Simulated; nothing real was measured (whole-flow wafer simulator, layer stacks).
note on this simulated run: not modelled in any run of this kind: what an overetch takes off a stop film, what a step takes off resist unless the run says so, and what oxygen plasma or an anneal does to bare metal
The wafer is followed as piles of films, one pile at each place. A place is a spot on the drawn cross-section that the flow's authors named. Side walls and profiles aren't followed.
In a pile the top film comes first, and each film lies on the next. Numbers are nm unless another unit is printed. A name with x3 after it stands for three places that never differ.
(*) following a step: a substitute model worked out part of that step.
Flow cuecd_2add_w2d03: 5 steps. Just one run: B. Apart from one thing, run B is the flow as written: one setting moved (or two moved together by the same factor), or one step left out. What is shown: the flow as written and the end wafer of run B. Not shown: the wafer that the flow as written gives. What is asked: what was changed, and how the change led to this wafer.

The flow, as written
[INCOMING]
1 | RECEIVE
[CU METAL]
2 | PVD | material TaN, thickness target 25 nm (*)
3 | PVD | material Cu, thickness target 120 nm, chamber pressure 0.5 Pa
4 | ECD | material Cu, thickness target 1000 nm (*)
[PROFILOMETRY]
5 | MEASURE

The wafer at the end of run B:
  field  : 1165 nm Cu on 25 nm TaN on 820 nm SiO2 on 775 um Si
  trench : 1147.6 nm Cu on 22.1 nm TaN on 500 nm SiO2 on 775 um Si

The reason: step 3, PVD: thickness target 165 nm was run, though the flow has thickness target 120 nm.

Step by step, how the change led to this:
  3 | PVD | material Cu, thickness target 120 nm, chamber pressure 0.5 Pa
      field: Cu gains 165 (new film) (in the flow as written it would be: Cu gains 120 (new film))
      trench: Cu gains 147.6 (new film) (in the flow as written it would be: Cu gains 107.2 (new film))
